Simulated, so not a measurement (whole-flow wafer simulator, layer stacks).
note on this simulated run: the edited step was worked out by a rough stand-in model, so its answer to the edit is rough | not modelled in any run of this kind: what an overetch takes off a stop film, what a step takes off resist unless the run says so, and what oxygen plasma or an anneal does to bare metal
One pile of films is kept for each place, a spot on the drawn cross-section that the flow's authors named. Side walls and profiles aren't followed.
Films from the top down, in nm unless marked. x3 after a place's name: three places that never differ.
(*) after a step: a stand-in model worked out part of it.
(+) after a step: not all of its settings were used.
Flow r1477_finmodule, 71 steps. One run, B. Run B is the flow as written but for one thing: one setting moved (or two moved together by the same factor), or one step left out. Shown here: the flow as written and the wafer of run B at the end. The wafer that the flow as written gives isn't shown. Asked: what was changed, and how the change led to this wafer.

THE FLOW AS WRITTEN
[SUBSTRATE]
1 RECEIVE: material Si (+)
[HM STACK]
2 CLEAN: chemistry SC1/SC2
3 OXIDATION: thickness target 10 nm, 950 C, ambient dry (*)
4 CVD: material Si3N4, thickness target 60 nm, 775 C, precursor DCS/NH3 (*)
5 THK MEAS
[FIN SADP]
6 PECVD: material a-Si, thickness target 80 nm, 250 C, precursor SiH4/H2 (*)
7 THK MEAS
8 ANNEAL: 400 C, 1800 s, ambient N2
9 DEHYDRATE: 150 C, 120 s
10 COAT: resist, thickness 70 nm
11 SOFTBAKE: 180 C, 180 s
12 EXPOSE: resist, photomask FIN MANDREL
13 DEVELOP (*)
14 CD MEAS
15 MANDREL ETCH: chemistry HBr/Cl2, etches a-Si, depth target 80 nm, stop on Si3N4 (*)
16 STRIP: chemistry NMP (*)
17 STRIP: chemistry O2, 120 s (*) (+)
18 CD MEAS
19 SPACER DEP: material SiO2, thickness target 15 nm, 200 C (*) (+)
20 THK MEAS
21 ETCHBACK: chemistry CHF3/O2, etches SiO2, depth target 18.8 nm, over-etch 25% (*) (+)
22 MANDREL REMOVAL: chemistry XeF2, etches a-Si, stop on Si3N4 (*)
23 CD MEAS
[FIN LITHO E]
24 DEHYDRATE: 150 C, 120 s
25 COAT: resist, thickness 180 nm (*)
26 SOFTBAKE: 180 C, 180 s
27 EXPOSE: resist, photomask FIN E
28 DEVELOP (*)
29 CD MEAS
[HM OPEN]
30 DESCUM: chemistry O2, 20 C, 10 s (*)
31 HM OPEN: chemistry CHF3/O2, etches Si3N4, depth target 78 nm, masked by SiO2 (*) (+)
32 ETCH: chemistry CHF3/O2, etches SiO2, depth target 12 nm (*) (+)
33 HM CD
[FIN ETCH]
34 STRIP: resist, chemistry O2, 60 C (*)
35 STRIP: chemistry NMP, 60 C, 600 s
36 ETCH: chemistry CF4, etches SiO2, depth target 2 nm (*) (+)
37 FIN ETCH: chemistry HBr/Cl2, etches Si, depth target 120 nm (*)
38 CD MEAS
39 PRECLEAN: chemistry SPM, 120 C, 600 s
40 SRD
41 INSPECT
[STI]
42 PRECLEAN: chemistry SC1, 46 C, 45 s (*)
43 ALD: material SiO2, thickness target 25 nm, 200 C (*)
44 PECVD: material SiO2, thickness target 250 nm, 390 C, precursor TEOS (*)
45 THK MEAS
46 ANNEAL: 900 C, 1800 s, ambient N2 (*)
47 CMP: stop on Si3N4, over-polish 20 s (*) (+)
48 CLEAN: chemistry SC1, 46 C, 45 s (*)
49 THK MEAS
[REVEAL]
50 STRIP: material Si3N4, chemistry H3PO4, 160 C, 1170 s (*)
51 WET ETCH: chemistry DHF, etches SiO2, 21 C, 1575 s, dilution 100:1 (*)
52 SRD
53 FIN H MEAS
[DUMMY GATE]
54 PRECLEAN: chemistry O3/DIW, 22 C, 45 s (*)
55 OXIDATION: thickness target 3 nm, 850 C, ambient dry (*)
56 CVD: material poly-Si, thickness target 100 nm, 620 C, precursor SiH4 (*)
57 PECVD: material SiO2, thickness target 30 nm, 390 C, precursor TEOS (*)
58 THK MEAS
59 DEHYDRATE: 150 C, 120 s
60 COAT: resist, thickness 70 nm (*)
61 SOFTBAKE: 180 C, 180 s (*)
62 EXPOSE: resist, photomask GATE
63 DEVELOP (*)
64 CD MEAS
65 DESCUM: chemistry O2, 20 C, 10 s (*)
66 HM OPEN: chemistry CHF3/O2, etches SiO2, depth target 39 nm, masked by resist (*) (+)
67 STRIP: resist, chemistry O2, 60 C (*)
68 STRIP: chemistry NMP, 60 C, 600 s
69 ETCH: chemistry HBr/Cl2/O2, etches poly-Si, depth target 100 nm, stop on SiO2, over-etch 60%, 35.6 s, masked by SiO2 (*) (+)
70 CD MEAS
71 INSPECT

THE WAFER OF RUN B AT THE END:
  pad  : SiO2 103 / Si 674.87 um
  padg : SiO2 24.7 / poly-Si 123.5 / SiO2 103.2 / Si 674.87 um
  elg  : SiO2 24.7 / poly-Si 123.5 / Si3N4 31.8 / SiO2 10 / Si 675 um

The cause: step 56, CVD: thickness target 123.5 nm was run, where the flow has thickness target 100 nm.
It can be read off the wafer: padg has poly-Si 123.5, and step 56 as written asks for 100 nm.

How the change led to this, step by step:
  56 CVD: material poly-Si, thickness target 100 nm, 620 C, precursor SiH4 (*)
      pad, padg, elg and 26 more: poly-Si +123.5 (new film) (as written it would be: poly-Si +100 (new film))
      s40cg, s40co: poly-Si +137.8 (new film) (as written it would be: poly-Si +113.9 (new film))
      (and at 5 more places)
  69 ETCH: chemistry HBr/Cl2/O2, etches poly-Si, depth target 100 nm, stop on SiO2, over-etch 60%, 35.6 s, masked by SiO2 (*) (+)
      elo, e40lo, e100lo, e200lo: chemical SiO2 -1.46 (all of it), poly-Si -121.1 (all of it) (as written it would be: chemical SiO2 -1.46 (all of it), poly-Si -97.6 (all of it), Si3N4 -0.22)
      pad, eso, e40so and 8 more: chemical SiO2 -1.46 (all of it), poly-Si -121.1 (all of it), SiO2 -0.19 (as written it would be: chemical SiO2 -1.46 (all of it), poly-Si -97.6 (all of it), SiO2 -0.42)
      (and at 3 more places)
